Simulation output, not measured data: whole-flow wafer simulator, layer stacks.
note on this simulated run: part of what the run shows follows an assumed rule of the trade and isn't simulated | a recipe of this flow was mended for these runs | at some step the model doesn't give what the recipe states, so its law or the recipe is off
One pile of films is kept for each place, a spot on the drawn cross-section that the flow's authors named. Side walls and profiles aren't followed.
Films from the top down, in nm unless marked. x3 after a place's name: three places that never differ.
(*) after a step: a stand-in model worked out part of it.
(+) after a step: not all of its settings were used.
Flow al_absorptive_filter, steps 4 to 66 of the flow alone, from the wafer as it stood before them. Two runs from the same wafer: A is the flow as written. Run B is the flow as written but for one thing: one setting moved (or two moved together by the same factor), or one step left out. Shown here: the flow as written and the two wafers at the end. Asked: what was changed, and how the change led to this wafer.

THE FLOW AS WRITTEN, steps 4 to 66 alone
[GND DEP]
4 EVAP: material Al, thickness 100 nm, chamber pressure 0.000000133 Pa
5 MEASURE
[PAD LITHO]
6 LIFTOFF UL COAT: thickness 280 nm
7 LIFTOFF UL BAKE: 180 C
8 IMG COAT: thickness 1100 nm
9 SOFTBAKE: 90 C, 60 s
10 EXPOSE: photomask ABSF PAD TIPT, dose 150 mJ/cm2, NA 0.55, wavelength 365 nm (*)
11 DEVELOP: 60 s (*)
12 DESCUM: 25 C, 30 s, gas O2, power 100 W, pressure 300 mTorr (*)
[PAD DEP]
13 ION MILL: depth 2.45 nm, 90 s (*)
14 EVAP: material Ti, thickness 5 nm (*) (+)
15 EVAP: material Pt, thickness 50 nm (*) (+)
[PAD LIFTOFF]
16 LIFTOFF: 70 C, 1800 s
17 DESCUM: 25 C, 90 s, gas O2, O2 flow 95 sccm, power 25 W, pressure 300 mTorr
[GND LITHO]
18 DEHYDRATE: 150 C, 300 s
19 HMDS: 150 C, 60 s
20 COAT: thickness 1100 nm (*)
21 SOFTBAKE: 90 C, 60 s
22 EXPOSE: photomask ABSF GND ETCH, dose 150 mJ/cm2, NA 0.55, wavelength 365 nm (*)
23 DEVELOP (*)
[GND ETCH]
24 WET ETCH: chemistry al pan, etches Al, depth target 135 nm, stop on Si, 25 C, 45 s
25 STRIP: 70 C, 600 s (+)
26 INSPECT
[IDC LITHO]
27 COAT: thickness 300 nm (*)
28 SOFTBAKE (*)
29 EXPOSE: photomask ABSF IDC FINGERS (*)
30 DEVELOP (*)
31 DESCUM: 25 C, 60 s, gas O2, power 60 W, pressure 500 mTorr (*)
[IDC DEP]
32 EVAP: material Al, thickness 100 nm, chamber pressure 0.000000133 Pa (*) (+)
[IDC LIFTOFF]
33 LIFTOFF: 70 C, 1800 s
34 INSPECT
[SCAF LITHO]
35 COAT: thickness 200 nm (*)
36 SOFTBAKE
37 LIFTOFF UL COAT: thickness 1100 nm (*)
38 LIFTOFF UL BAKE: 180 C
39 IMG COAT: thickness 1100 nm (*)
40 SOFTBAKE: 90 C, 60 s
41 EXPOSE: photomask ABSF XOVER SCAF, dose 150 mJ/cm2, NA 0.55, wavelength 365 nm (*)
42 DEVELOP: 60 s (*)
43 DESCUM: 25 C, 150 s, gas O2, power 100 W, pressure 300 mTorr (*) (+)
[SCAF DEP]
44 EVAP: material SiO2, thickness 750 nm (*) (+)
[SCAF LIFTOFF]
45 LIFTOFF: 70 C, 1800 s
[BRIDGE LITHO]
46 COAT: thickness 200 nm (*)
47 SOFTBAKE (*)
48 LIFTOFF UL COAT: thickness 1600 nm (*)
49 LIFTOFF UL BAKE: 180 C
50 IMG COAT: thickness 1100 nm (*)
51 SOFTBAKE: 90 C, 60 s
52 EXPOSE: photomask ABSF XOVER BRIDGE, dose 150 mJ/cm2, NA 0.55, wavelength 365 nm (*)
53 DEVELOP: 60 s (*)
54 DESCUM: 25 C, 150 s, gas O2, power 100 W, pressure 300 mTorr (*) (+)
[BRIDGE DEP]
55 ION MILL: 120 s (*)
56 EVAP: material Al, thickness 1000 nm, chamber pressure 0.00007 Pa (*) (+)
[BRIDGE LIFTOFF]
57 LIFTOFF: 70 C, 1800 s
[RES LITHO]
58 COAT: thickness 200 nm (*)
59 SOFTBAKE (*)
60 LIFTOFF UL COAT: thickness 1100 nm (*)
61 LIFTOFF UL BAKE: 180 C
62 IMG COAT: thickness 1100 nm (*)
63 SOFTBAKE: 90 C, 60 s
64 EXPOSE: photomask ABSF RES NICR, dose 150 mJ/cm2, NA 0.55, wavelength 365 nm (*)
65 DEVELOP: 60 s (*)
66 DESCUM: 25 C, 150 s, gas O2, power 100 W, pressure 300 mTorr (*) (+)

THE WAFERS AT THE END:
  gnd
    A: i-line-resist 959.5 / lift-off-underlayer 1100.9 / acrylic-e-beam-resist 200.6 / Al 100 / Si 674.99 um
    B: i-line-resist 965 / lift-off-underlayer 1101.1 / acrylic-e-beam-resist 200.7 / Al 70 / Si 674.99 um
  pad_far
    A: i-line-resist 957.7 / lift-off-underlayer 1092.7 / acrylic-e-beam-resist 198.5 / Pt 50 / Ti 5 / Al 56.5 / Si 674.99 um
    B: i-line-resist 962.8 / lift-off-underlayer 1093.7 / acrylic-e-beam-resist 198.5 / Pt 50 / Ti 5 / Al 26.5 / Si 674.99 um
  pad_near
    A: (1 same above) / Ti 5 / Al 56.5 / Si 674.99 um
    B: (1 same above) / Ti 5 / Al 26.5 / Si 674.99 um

The cause: step 4, EVAP: thickness 70 nm was run, where the flow has thickness 100 nm.
It can be read off the wafer: gnd has Al 70, and step 4 as written asks for 100 nm.

How the change led to this, step by step:
  4 EVAP: material Al, thickness 100 nm, chamber pressure 0.000000133 Pa
      gnd, pad_far, pad_near and 11 more: A Al +100 (new film) | B Al +70 (new film)
  24 WET ETCH: chemistry al pan, etches Al, depth target 135 nm, stop on Si, 25 C, 45 s
      res, xl_gap, idc_field, idc_line, idc_space: A Al -86.7 (all of it) | B Al -56.7 (all of it)
  27 COAT: thickness 300 nm (*)
      ledge: A e-beam-resist +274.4 (new film) | B e-beam-resist +283.2 (new film)
      res: A e-beam-resist +349.6 (new film) | B e-beam-resist +335.4 (new film)
      (and at 1 more place)
  33 LIFTOFF: 70 C, 1800 s
      ledge: A Al -100 (all of it), e-beam-resist -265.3 (all of it) | B Al -100 (all of it), e-beam-resist -274.1 (all of it)
      res: A Al -100 (all of it), e-beam-resist -340.6 (all of it) | B Al -100 (all of it), e-beam-resist -326.4 (all of it)
      (and at 1 more place)
  35 COAT: thickness 200 nm (*)
      ledge: A acrylic-e-beam-resist +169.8 (new film) | B acrylic-e-beam-resist +179.8 (new film)
      res: A acrylic-e-beam-resist +231.4 (new film) | B acrylic-e-beam-resist +222.9 (new film)
      (and at 2 more places)
  43 DESCUM: 25 C, 150 s, gas O2, power 100 W, pressure 300 mTorr (*) (+)
      gnd, pad_far, pad_near and 7 more: A i-line-resist -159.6 | B i-line-resist -147.9
      xl_gap: A acrylic-e-beam-resist -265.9 (all of it) | B acrylic-e-beam-resist -246.5 (all of it)
      (and at 1 more place)
  45 LIFTOFF: 70 C, 1800 s
      ledge: A SiO2 -750 (all of it), i-line-resist -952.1 (all of it), lift-off-underlayer -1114 (all of it), acrylic-e-beam-resist -169.8 (all of it) | B SiO2 -750 (all of it), i-line-resist -959.6 (all of it), lift-off-underlayer -1110.2 (all of it), acrylic-e-beam-resist -179.8 (all of it)
      res: A SiO2 -750 (all of it), i-line-resist -956.3 (all of it), lift-off-underlayer -1148.2 (all of it), acrylic-e-beam-resist -231.4 (all of it) | B SiO2 -750 (all of it), i-line-resist -962.8 (all of it), lift-off-underlayer -1133.8 (all of it), acrylic-e-beam-resist -222.9 (all of it)
  46 COAT: thickness 200 nm (*)
      ledge: A acrylic-e-beam-resist +169.8 (new film) | B acrylic-e-beam-resist +179.8 (new film)
      res: A acrylic-e-beam-resist +231.4 (new film) | B acrylic-e-beam-resist +222.9 (new film)
      (and at 2 more places)
  54 DESCUM: 25 C, 150 s, gas O2, power 100 W, pressure 300 mTorr (*) (+)
      xl_gap: A acrylic-e-beam-resist -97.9 (all of it) | B acrylic-e-beam-resist -87.7 (all of it)
      xl_turn: A acrylic-e-beam-resist -141.8 (all of it) | B acrylic-e-beam-resist -146.7 (all of it)
  57 LIFTOFF: 70 C, 1800 s
      ledge: A Al -1000 (all of it), i-line-resist -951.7 (all of it), lift-off-underlayer -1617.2 (all of it), acrylic-e-beam-resist -169.8 (all of it) | B Al -1000 (all of it), i-line-resist -948.4 (all of it), lift-off-underlayer -1612.4 (all of it), acrylic-e-beam-resist -179.8 (all of it)
      res: A Al -1000 (all of it), i-line-resist -954.3 (all of it), lift-off-underlayer -1653.2 (all of it), acrylic-e-beam-resist -231.4 (all of it) | B Al -1000 (all of it), i-line-resist -950.4 (all of it), lift-off-underlayer -1637.3 (all of it), acrylic-e-beam-resist -222.9 (all of it)
  58 COAT: thickness 200 nm (*)
      ledge: A acrylic-e-beam-resist +169.8 (new film) | B acrylic-e-beam-resist +179.8 (new film)
      res: A acrylic-e-beam-resist +231.4 (new film) | B acrylic-e-beam-resist +222.9 (new film)
      (and at 2 more places)
  60 LIFTOFF UL COAT: thickness 1100 nm (*)
      xl_gap: A lift-off-underlayer +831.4 (new film) | B lift-off-underlayer +814.4 (new film)
  66 DESCUM: 25 C, 150 s, gas O2, power 100 W, pressure 300 mTorr (*) (+)
      gnd, pad_far, xa_field and 8 more: A i-line-resist -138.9 | B i-line-resist -133.7
      ledge: A acrylic-e-beam-resist -169.8 (all of it) | B acrylic-e-beam-resist -179.8 (all of it)
      (and at 1 more place)
